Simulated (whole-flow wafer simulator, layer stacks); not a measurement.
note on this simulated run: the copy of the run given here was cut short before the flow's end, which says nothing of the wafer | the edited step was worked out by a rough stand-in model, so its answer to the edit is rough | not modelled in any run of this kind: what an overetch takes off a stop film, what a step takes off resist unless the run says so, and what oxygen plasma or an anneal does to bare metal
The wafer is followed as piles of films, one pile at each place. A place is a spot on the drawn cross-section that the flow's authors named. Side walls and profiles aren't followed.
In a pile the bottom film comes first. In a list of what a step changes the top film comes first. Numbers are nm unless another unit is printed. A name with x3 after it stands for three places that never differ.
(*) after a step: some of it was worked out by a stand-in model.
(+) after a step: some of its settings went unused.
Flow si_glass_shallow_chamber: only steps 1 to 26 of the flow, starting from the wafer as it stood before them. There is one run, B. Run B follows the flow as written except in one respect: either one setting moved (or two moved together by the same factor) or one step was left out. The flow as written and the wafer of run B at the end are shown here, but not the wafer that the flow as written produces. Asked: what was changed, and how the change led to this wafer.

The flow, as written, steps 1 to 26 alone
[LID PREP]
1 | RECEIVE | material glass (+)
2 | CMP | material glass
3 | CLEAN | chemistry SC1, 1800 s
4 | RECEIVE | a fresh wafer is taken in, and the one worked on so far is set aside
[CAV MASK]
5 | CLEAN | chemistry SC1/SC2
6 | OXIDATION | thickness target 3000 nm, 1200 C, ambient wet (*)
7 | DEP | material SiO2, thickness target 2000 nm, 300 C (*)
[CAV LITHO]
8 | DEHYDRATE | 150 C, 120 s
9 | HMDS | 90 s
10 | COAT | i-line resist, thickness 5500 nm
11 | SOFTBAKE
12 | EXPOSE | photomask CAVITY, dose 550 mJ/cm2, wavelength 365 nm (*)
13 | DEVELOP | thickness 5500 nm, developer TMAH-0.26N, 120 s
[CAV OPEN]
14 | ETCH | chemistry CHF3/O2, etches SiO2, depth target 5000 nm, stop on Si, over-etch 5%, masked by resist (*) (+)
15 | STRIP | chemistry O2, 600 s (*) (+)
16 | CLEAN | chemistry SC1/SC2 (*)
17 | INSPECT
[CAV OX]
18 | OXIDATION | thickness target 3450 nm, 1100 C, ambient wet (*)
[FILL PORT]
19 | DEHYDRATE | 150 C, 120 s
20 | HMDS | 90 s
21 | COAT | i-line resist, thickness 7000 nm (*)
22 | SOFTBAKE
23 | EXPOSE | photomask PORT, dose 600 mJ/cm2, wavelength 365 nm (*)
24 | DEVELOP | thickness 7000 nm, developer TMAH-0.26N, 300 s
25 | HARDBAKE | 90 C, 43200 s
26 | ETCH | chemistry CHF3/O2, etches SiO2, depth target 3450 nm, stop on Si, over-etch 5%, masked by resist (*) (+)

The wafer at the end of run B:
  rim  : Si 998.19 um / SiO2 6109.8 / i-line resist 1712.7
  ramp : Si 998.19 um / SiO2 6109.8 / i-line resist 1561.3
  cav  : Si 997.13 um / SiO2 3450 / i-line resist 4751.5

The reason: step 14, ETCH: over-etch 3.62% was run, whereas the flow has over-etch 5%.

The path from the change to this, step by step:
  14 | ETCH | chemistry CHF3/O2, etches SiO2, depth target 5000 nm, stop on Si, over-etch 5%, masked by resist (*) (+)
      cav, port: -5000 SiO2 (all of it), -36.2 Si (it would be, as written: -5000 SiO2 (all of it), -50 Si)
  15 | STRIP | chemistry O2, 600 s (*) (+)
      rim, ramp, septum, ring: -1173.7 i-line resist (all of it) (it would be, as written: -1116.2 i-line resist (all of it))
